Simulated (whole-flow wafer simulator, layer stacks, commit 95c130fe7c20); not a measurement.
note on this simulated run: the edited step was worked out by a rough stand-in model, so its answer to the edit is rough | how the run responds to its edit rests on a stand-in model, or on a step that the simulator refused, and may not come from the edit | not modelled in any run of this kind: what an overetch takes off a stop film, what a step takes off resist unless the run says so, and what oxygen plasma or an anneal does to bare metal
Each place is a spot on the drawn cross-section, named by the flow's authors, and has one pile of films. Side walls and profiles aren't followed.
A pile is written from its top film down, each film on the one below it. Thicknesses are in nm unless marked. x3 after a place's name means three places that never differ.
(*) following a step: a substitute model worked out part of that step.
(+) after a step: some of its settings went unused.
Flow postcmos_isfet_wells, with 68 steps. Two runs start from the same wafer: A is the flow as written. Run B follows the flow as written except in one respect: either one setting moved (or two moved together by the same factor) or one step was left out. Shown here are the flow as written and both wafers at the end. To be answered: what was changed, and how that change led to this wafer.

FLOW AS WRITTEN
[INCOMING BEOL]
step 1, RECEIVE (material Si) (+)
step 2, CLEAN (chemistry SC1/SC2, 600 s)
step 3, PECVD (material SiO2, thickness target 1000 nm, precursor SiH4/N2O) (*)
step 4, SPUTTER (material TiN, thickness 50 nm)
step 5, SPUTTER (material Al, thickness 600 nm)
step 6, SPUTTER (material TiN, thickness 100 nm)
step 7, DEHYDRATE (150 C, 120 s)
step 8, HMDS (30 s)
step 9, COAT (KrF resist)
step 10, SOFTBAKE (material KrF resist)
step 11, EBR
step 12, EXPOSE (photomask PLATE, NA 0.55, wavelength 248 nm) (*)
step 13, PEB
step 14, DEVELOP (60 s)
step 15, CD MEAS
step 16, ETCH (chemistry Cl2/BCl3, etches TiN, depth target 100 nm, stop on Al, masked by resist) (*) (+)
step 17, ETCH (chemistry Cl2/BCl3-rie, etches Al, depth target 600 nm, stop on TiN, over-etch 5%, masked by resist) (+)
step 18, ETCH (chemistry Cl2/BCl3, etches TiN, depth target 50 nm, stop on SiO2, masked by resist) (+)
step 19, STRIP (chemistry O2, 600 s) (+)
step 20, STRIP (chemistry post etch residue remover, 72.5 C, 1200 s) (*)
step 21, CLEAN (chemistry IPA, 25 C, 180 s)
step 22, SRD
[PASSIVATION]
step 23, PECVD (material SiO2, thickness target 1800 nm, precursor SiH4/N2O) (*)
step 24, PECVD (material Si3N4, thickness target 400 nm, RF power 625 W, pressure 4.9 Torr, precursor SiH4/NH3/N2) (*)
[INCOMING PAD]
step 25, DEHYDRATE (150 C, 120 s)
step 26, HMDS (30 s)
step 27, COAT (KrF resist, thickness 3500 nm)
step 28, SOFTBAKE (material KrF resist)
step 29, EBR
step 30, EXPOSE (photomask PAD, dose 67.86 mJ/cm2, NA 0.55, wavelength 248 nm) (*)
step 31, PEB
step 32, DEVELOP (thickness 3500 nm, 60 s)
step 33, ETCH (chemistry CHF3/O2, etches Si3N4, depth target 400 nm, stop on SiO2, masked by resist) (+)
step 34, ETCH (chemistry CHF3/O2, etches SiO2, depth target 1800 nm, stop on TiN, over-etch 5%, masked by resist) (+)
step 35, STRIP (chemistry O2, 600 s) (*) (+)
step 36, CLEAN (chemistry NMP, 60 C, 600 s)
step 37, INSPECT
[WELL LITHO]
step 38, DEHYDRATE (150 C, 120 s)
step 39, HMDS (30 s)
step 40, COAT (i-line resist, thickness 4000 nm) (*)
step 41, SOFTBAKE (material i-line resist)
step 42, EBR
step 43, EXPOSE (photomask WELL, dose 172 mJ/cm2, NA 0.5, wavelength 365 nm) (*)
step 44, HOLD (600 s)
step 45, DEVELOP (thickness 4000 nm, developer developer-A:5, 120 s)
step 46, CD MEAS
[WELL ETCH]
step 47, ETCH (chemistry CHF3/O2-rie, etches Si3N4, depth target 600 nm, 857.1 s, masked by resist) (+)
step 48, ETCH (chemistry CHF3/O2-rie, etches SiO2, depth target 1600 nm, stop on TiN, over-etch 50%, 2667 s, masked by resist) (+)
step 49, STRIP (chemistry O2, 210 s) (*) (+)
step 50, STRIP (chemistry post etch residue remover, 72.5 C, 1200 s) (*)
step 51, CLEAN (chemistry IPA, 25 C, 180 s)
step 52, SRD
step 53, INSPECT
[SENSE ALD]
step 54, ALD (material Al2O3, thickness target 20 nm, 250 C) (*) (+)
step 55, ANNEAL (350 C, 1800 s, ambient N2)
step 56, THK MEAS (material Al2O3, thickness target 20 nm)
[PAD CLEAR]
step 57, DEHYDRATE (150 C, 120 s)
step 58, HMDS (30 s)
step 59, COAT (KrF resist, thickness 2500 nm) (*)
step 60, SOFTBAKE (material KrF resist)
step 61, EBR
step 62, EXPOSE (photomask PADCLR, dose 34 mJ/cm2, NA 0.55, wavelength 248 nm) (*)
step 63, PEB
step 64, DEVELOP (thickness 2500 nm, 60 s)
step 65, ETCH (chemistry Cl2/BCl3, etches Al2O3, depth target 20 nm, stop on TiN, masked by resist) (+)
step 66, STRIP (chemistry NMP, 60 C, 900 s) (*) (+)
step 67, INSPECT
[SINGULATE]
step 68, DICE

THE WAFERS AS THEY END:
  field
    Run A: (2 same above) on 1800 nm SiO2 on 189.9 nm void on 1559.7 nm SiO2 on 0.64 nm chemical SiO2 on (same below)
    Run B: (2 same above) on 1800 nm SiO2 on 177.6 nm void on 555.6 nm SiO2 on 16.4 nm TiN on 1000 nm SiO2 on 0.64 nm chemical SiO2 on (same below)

What caused this: step 16, ETCH: depth target 75 nm was run, though the flow has depth target 100 nm.

Step by step, how the change led to this:
  step 16, ETCH (chemistry Cl2/BCl3, etches TiN, depth target 100 nm, stop on Al, masked by resist) (*) (+)
      field: A TiN loses 100 (all of it) | B TiN loses 75
      margin, well900, well1300 x3, pad_rim, pad_clr, pad_open: A KrF resist loses 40 | B KrF resist loses 30
  step 17, ETCH (chemistry Cl2/BCl3-rie, etches Al, depth target 600 nm, stop on TiN, over-etch 5%, masked by resist) (+)
      field: A Al loses 600 (all of it) | B TiN loses 25 (all of it), Al loses 560
  step 18, ETCH (chemistry Cl2/BCl3, etches TiN, depth target 50 nm, stop on SiO2, masked by resist) (+)
      field: A TiN loses 50 (all of it) | B Al loses 40 (all of it), TiN loses 33.2
  step 23, PECVD (material SiO2, thickness target 1800 nm, precursor SiH4/N2O) (*)
      field: A SiO2 gains 1800 (new film), void gains 189.9 (new film), SiO2 gains 559.7 | B SiO2 gains 1800 (new film), void gains 177.6 (new film), SiO2 gains 555.6 (new film)
If metal films that touch count as one body, field has 1 body; the flow as written gives 0 bodies.
